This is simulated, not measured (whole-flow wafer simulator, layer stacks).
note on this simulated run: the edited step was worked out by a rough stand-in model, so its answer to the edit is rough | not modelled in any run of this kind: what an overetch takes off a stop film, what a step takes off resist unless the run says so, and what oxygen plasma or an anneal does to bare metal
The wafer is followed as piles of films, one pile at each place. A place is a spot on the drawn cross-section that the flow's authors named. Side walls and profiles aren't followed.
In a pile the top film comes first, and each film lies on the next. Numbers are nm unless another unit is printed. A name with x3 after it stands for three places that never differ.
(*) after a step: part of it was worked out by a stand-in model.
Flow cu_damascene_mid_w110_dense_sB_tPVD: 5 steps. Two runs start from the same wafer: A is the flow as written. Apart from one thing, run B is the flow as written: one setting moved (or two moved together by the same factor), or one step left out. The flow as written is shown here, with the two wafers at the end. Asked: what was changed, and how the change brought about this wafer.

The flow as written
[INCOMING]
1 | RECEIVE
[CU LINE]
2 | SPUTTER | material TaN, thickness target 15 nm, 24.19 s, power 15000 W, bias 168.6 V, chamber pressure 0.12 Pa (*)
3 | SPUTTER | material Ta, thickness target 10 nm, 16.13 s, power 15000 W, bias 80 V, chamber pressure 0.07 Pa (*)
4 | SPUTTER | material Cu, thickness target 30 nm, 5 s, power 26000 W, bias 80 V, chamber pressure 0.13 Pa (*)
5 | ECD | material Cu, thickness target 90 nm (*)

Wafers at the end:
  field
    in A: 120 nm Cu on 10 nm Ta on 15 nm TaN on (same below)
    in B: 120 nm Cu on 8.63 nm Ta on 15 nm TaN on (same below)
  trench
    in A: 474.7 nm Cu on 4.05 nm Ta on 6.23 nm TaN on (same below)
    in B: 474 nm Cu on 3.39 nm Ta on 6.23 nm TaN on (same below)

The reason: step 3, SPUTTER: power 12940 W was run, whereas the flow has power 15000 W.

The path from the change to this, step by step:
  3 | SPUTTER | material Ta, thickness target 10 nm, 16.13 s, power 15000 W, bias 80 V, chamber pressure 0.07 Pa (*)
      field: A +10 Ta (new film) | B +8.63 Ta (new film)
      trench: A +4.05 Ta (new film) | B +3.39 Ta (new film)
